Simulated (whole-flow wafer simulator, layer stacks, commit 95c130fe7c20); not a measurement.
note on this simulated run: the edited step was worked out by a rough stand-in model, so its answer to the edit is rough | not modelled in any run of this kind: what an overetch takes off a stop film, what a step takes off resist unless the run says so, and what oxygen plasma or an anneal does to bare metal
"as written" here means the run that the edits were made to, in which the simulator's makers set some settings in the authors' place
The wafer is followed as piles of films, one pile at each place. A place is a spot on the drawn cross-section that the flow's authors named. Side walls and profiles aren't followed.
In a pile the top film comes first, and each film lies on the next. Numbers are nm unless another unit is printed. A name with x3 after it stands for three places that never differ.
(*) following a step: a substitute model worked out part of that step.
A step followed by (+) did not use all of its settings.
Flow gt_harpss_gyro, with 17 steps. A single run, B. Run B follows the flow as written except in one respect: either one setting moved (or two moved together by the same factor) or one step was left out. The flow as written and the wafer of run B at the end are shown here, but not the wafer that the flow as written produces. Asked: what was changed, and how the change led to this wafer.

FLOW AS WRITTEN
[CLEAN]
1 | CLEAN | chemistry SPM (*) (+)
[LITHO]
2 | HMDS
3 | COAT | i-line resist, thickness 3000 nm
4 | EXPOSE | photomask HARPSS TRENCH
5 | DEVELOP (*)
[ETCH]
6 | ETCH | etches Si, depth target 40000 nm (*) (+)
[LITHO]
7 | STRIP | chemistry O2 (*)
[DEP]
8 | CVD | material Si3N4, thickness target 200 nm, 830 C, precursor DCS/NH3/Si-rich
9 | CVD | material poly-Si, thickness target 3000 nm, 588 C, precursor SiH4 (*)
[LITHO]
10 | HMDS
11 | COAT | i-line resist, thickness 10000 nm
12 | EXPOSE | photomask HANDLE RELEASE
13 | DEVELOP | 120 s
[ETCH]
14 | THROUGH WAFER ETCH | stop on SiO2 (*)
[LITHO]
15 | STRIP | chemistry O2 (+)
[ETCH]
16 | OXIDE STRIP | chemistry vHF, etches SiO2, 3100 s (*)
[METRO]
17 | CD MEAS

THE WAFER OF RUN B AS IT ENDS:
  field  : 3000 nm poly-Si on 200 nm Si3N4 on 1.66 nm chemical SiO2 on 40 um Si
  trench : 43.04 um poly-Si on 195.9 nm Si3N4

The reason: step 6, ETCH: depth target 45000 nm was run, whereas the flow has depth target 40000 nm.

How this came from the change, step by step:
  6 | ETCH | etches Si, depth target 40000 nm (*) (+)
      trench: chemical SiO2 loses 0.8 (all of it), Si loses 40 um (all of it), SiO2 loses 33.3 (as written it would have been: chemical SiO2 loses 0.8 (all of it), Si loses 40 um (all of it))
      field: i-line resist loses 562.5 (as written it would have been: i-line resist loses 500)
  7 | STRIP | chemistry O2 (*)
      field: i-line resist loses 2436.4 (all of it), chemical SiO2 gains 0.86, Si loses 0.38 (as written it would have been: i-line resist loses 2498.9 (all of it), chemical SiO2 gains 0.87, Si loses 0.38)
  9 | CVD | material poly-Si, thickness target 3000 nm, 588 C, precursor SiH4 (*)
      trench: poly-Si gains 43.04 um (new film) (as written it would have been: poly-Si gains 43.01 um (new film))
